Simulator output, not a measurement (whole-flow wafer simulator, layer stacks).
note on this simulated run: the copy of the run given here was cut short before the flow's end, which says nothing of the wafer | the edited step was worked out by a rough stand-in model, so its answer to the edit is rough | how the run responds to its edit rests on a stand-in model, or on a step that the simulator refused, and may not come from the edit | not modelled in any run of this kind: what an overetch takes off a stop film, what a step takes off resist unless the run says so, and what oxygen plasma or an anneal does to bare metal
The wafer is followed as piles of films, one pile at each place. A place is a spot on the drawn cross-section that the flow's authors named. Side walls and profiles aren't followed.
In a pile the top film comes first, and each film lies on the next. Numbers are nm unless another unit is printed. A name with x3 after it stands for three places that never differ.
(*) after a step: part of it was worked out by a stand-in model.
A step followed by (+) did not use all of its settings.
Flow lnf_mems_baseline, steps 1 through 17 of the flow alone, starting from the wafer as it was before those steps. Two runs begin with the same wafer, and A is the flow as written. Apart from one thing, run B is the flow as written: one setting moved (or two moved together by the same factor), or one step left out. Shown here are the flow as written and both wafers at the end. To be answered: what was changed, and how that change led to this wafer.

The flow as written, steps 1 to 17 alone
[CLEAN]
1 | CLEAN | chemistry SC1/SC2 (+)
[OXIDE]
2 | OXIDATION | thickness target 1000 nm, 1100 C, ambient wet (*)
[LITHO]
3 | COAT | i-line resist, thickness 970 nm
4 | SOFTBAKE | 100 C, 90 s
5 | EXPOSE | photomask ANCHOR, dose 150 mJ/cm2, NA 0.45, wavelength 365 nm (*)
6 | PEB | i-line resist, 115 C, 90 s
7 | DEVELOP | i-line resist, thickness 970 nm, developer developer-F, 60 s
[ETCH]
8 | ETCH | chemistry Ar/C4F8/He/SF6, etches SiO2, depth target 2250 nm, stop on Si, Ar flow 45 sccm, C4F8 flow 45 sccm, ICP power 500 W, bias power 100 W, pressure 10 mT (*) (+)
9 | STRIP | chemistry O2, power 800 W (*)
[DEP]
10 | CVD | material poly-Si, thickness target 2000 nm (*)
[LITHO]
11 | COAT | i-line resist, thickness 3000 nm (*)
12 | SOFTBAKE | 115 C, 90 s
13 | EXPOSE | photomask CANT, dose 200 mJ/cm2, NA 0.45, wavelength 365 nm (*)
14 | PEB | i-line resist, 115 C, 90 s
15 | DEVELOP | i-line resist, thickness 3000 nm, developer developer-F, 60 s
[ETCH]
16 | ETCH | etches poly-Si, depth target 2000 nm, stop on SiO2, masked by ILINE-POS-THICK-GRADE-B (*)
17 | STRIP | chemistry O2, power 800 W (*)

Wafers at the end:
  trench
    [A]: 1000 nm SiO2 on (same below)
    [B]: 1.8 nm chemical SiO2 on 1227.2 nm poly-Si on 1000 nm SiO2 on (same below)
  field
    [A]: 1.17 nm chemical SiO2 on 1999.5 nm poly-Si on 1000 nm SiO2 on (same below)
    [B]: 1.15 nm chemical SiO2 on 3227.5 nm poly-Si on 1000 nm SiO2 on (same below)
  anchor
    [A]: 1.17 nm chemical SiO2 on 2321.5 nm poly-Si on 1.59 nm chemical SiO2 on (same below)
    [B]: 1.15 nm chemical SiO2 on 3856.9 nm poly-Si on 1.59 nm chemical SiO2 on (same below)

Cause: step 10, CVD: thickness target 3228 nm was run, while the flow as written has thickness target 2000 nm.

The path from the change to this, step by step:
  10 | CVD | material poly-Si, thickness target 2000 nm (*)
      field, beam, trench, char_slit: A +2000 poly-Si (new film) | B +3228 poly-Si (new film)
      anchor: A +2322 poly-Si (new film) | B +3857.4 poly-Si (new film)
  11 | COAT | i-line resist, thickness 3000 nm (*)
      anchor: A +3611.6 i-line resist (new film) | B +3322.1 i-line resist (new film)
  12 | SOFTBAKE | 115 C, 90 s
      field: A -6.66 i-line resist | B -4.97 i-line resist
      anchor: A +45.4 i-line resist | B +32.7 i-line resist
      (also at 2 further places)
  14 | PEB | i-line resist, 115 C, 90 s
      anchor: A -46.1 i-line resist | B -40.8 i-line resist
  16 | ETCH | etches poly-Si, depth target 2000 nm, stop on SiO2, masked by ILINE-POS-THICK-GRADE-B (*)
      trench, char_slit: A -2000 poly-Si (all of it) | B -2000 poly-Si
  17 | STRIP | chemistry O2, power 800 W (*)
      trench, char_slit: A nothing | B +1.8 chemical SiO2 (new film), -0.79 poly-Si
      anchor: A +1.17 chemical SiO2 (new film), -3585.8 i-line resist (all of it), -0.52 poly-Si | B +1.15 chemical SiO2 (new film), -3288.9 i-line resist (all of it), -0.51 poly-Si
